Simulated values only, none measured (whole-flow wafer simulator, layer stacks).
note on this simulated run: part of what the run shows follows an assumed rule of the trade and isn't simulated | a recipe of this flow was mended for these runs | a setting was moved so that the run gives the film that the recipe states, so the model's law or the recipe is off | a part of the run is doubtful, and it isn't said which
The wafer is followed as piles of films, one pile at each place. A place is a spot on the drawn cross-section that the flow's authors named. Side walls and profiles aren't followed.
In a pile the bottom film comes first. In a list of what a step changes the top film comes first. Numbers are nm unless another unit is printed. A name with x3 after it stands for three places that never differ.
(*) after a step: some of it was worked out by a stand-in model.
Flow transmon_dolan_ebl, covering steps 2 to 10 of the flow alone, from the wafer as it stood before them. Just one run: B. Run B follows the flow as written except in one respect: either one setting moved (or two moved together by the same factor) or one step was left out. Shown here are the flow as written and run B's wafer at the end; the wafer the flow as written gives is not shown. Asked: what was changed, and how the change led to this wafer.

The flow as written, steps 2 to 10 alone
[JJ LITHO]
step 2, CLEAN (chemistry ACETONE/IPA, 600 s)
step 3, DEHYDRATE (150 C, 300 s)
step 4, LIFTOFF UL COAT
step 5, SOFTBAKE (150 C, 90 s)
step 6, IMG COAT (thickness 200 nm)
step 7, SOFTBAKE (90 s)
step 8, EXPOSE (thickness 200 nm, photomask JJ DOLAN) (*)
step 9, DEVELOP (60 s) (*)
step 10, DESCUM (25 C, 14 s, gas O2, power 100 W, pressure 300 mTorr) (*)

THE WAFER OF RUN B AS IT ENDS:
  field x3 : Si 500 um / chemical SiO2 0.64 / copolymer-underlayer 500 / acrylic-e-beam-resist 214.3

The reason: step 6, IMG COAT: thickness 229 nm was run, while the flow as written has thickness 200 nm; step 8, EXPOSE: thickness 229 nm was run, where the flow has thickness 200 nm.

The path from the change to this, step by step:
  step 6, IMG COAT (thickness 200 nm)
      field x3, jj_line: +229 acrylic-e-beam-resist (new film) (it would be, as written: +200 acrylic-e-beam-resist (new film))
  step 9, DEVELOP (60 s) (*)
      jj_line: -229 acrylic-e-beam-resist (all of it), -500 copolymer-underlayer (all of it) (it would be, as written: -200 acrylic-e-beam-resist (all of it), -500 copolymer-underlayer (all of it))
